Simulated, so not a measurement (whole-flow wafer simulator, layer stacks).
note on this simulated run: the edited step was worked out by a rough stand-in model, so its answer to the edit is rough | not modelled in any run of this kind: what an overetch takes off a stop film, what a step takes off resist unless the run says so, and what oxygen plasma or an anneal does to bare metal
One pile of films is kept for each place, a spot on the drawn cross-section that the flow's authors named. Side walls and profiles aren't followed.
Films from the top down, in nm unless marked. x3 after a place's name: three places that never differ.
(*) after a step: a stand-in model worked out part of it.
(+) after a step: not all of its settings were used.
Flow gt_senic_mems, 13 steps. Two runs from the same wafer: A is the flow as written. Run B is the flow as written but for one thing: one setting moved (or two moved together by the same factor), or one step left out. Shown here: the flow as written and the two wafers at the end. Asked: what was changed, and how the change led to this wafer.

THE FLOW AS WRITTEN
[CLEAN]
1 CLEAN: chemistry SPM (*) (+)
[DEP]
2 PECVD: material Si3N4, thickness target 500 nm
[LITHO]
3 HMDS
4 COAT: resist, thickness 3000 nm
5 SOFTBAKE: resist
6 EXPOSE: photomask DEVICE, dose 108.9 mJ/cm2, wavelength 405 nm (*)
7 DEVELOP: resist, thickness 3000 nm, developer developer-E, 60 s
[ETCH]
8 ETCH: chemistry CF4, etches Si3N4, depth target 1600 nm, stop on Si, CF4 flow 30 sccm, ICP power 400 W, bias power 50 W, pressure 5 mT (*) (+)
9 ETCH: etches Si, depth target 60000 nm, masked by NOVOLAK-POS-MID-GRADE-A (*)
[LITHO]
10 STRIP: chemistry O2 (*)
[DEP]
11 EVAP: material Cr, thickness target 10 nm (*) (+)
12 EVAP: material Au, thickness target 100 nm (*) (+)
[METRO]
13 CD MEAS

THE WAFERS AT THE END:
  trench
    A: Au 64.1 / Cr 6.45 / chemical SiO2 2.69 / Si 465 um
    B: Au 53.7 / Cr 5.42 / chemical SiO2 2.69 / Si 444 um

The cause: step 9, ETCH: depth target 81000 nm was run, where the flow has depth target 60000 nm.

How the change led to this, step by step:
  9 ETCH: etches Si, depth target 60000 nm, masked by NOVOLAK-POS-MID-GRADE-A (*)
      field: A resist -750 | B resist -1012.5
      trench: A Si -60 um | B Si -81 um
  10 STRIP: chemistry O2 (*)
      field: A resist -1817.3 (all of it) | B resist -1554.8 (all of it)
  11 EVAP: material Cr, thickness target 10 nm (*) (+)
      trench: A Cr +6.45 (new film) | B Cr +5.42 (new film)
  12 EVAP: material Au, thickness target 100 nm (*) (+)
      trench: A Au +64.1 (new film) | B Au +53.7 (new film)
